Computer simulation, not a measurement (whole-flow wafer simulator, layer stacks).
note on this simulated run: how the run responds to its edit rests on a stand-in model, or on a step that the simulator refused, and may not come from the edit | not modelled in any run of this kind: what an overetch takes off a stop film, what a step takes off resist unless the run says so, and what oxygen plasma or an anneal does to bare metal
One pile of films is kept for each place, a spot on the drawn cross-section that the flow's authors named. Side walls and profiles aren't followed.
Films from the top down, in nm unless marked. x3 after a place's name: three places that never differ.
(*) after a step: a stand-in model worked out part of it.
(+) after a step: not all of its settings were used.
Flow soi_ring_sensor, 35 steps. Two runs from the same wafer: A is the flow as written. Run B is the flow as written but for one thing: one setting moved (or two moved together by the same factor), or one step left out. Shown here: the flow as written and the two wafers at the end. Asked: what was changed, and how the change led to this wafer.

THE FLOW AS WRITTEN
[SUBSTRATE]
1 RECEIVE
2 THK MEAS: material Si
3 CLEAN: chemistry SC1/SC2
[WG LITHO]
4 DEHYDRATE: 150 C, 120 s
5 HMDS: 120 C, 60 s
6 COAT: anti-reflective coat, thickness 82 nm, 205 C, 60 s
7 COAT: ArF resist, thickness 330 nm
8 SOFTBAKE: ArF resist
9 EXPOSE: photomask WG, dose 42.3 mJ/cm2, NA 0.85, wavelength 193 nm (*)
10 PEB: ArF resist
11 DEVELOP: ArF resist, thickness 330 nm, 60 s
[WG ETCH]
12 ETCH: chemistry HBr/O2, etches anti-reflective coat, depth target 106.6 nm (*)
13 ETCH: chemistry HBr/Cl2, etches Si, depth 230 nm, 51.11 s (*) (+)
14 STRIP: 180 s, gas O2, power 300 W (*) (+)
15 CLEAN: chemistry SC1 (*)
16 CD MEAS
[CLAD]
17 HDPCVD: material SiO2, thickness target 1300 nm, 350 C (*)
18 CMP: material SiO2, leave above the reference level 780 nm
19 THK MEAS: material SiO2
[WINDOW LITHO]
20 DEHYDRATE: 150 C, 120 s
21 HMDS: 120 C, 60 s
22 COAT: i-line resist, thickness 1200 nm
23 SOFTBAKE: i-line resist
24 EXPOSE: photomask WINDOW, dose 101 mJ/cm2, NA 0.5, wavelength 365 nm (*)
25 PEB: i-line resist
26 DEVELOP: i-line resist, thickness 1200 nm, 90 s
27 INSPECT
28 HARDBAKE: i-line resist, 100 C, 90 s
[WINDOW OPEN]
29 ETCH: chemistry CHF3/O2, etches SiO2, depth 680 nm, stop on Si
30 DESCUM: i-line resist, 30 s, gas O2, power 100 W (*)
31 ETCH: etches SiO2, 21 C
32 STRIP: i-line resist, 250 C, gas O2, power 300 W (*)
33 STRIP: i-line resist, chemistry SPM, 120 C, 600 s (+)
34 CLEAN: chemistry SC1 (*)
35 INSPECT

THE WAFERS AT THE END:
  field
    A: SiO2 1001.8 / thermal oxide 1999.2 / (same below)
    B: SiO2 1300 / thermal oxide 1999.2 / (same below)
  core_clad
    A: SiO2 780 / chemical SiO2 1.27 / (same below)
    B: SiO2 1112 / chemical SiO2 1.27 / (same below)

The cause: step 18, CMP: leave above the reference level 1112 nm was run, where the flow has leave above the reference level 780 nm.
It can be read off the wafer: core_clad has SiO2 1112, and step 18 as written asks for 780 nm.

How the change led to this, step by step:
  18 CMP: material SiO2, leave above the reference level 780 nm
      gap, window, field, gap_clad: A SiO2 -298.2 | B nothing
      core, core_clad: A SiO2 -520 | B SiO2 -188
  22 COAT: i-line resist, thickness 1200 nm
      core, core_clad: A i-line resist +1200 (new film) | B i-line resist +1170.5 (new film)
  25 PEB: i-line resist
      core, core_clad: A i-line resist -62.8 | B i-line resist -61.3
  26 DEVELOP: i-line resist, thickness 1200 nm, 90 s
      core: A i-line resist -1137.2 (all of it) | B i-line resist -1108.9 (all of it)
  31 ETCH: etches SiO2, 21 C
      core: A SiO2 -100 (all of it), chemical SiO2 -1.27 (all of it) | B SiO2 -432 (all of it), chemical SiO2 -1.27 (all of it)
  32 STRIP: i-line resist, 250 C, gas O2, power 300 W (*)
      core_clad: A i-line resist -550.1 (all of it) | B i-line resist -521.9 (all of it)
